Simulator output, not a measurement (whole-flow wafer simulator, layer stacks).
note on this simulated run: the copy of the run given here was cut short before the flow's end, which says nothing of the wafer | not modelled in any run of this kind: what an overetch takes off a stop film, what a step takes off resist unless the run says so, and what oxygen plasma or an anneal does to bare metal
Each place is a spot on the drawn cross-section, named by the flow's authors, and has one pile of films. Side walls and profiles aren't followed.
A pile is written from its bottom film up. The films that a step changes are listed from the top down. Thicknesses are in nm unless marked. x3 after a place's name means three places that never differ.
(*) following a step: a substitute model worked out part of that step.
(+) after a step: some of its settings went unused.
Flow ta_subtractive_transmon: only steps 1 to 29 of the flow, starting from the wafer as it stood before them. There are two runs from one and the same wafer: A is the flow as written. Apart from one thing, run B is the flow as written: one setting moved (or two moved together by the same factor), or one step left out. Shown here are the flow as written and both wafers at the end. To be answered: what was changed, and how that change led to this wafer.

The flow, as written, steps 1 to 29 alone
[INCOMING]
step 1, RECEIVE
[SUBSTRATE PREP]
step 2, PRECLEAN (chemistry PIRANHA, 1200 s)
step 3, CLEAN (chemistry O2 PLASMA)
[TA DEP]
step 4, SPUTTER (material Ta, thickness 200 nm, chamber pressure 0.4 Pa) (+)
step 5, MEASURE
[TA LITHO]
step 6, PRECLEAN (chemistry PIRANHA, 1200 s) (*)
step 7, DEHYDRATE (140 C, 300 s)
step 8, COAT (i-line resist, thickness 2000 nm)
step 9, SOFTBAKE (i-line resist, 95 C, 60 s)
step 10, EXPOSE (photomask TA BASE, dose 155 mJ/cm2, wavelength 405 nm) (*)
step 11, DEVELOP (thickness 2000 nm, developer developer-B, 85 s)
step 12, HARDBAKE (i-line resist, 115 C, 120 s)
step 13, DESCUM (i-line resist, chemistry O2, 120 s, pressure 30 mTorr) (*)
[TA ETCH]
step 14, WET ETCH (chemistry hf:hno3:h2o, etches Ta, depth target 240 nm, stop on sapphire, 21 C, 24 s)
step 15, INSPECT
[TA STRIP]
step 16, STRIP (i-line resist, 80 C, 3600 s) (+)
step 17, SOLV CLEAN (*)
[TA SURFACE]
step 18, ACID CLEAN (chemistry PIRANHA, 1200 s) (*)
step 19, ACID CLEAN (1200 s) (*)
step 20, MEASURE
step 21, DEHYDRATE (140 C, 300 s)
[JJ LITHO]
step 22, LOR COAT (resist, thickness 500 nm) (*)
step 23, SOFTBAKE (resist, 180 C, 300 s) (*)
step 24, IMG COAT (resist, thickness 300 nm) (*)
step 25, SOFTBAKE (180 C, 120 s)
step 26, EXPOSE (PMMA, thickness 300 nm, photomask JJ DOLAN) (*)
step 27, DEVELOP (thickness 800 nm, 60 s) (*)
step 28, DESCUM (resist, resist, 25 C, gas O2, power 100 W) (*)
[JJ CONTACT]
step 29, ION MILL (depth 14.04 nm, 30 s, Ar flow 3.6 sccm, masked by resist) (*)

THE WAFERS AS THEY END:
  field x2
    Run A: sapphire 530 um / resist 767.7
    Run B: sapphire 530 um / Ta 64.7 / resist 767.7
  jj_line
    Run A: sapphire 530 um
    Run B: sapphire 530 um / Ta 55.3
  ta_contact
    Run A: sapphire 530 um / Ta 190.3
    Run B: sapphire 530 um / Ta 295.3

What caused this: step 4, SPUTTER: thickness 305 nm was run, though the flow has thickness 200 nm.

Step by step, how the change led to this:
  step 4, SPUTTER (material Ta, thickness 200 nm, chamber pressure 0.4 Pa) (+)
      field x2, jj_line, lead, ta_contact, ta_pad: A +200 Ta (new film) | B +305 Ta (new film)
  step 14, WET ETCH (chemistry hf:hno3:h2o, etches Ta, depth target 240 nm, stop on sapphire, 21 C, 24 s)
      field x2, jj_line, lead: A -200 Ta (all of it) | B -240 Ta
  step 22, LOR COAT (resist, thickness 500 nm) (*)
      ta_contact: A +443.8 resist (new film) | B +433.7 resist (new film)
  step 29, ION MILL (depth 14.04 nm, 30 s, Ar flow 3.6 sccm, masked by resist) (*)
      jj_line, lead: A -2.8 sapphire | B -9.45 Ta
Taking metal films that touch as one body, field x2 has 1 body; the flow as written gives 0 bodies.
Taking metal films that touch as one body, jj_line has 1 body; the flow as written gives 0 bodies.
